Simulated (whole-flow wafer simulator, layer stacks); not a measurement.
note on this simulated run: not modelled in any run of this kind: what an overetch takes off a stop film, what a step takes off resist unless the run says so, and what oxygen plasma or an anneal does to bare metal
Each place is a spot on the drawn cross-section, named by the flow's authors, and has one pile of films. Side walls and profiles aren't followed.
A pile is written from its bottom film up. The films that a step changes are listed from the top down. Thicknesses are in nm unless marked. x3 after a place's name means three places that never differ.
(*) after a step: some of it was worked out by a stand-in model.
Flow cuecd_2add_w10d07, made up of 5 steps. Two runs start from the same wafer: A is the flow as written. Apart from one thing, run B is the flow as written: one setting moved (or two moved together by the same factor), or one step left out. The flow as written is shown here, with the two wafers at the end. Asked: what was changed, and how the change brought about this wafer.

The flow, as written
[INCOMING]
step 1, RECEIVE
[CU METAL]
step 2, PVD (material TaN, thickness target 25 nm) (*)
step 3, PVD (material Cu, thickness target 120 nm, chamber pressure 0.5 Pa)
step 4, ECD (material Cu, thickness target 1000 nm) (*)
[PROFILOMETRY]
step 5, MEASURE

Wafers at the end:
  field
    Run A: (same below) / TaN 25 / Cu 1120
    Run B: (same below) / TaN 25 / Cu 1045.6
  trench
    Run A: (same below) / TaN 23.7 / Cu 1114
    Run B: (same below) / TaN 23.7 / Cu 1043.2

The reason: step 3, PVD: thickness target 45.6 nm was run, whereas the flow has thickness target 120 nm.

How this came from the change, step by step:
  step 3, PVD (material Cu, thickness target 120 nm, chamber pressure 0.5 Pa)
      field: A Cu gains 120 (new film) | B Cu gains 45.6 (new film)
      trench: A Cu gains 114 (new film) | B Cu gains 43.2 (new film)
